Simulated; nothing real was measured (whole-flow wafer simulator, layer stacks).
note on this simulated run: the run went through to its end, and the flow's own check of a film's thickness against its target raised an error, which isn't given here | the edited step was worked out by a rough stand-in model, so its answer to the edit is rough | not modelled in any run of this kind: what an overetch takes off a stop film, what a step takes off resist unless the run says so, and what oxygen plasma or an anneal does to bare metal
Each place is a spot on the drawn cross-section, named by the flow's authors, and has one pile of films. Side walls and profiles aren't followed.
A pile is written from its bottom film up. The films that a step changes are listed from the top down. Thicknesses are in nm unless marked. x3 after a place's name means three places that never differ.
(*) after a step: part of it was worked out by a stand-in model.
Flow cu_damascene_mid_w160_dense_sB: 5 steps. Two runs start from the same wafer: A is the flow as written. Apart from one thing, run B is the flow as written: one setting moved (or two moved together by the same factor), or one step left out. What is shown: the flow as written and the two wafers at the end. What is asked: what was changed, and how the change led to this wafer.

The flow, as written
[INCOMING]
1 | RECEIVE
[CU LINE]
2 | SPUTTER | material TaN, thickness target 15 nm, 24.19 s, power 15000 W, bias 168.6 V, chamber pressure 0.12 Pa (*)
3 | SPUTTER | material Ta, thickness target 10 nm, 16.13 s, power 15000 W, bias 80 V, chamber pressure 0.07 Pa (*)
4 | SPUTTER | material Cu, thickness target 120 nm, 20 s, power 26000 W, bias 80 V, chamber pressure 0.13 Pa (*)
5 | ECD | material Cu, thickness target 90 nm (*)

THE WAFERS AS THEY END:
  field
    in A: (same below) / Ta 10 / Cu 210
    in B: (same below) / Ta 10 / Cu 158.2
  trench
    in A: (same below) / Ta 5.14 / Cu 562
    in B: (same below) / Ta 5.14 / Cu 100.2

The reason: step 5, ECD: thickness target 38.2 nm was run, though the flow has thickness target 90 nm.

How this came from the change, step by step:
  5 | ECD | material Cu, thickness target 90 nm (*)
      field: A Cu gains 90 | B Cu gains 38.2
      trench: A Cu gains 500 | B Cu gains 38.2
